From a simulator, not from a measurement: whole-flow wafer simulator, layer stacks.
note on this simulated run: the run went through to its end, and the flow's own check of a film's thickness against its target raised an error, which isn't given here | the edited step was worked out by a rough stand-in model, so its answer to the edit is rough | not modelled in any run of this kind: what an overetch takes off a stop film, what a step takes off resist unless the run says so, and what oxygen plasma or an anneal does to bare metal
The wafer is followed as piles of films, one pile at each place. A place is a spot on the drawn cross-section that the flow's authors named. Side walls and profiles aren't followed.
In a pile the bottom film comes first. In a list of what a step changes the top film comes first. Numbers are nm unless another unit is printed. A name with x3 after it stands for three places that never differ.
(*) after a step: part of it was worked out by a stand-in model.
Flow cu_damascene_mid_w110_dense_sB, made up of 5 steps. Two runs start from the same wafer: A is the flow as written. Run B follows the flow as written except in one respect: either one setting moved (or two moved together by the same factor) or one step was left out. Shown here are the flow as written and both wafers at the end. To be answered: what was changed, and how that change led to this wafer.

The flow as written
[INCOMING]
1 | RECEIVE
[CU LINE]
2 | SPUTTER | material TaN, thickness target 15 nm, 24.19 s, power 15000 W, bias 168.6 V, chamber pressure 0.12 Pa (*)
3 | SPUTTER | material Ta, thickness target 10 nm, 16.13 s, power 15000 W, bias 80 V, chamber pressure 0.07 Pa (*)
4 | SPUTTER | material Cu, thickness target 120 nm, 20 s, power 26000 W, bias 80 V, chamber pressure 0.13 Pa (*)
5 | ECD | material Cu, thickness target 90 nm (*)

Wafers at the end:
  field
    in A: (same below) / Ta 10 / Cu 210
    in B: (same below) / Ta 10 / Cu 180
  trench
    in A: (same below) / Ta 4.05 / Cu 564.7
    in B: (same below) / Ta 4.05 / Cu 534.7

What caused this: step 4, SPUTTER: thickness target 90 nm was run, while the flow as written has thickness target 120 nm; step 4, SPUTTER: 15 s was run, where the flow has 20 s.

Step by step, how the change led to this:
  4 | SPUTTER | material Cu, thickness target 120 nm, 20 s, power 26000 W, bias 80 V, chamber pressure 0.13 Pa (*)
      field: A Cu gains 120 (new film) | B Cu gains 90 (new film)
      trench: A Cu gains 49.9 (new film) | B Cu gains 37.4 (new film)
  5 | ECD | material Cu, thickness target 90 nm (*)
      trench: A Cu gains 514.8 | B Cu gains 497.3
